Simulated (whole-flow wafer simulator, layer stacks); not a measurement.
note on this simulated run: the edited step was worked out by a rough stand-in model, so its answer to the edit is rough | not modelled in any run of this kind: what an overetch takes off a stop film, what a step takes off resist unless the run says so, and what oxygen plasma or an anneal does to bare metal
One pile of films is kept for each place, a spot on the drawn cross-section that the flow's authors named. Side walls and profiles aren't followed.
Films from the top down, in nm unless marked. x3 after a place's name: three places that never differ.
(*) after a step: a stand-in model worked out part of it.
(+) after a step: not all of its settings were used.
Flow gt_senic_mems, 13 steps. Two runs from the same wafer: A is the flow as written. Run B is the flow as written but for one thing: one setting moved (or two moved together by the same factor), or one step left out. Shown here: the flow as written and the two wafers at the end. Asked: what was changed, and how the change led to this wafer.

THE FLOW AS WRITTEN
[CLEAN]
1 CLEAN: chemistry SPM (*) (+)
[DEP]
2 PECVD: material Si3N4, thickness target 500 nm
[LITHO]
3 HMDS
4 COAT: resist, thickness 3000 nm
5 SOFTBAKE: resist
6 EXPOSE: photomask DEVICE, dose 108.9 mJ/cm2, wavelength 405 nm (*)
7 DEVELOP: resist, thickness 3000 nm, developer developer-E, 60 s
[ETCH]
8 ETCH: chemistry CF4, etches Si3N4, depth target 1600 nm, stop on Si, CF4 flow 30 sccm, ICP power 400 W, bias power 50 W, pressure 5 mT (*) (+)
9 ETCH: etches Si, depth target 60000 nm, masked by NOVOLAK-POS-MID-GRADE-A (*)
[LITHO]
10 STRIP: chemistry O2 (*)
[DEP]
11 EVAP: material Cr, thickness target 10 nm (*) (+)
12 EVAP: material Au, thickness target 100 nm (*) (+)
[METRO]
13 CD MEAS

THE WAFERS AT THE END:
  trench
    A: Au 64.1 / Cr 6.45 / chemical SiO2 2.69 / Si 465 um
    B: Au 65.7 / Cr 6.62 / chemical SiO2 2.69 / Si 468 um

The cause: step 9, ETCH: depth target 57000 nm was run, where the flow has depth target 60000 nm.

How the change led to this, step by step:
  9 ETCH: etches Si, depth target 60000 nm, masked by NOVOLAK-POS-MID-GRADE-A (*)
      field: A resist -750 | B resist -712.5
      trench: A Si -60 um | B Si -57 um
  10 STRIP: chemistry O2 (*)
      field: A resist -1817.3 (all of it) | B resist -1854.8 (all of it)
  12 EVAP: material Au, thickness target 100 nm (*) (+)
      trench: A Au +64.1 (new film) | B Au +65.7 (new film)
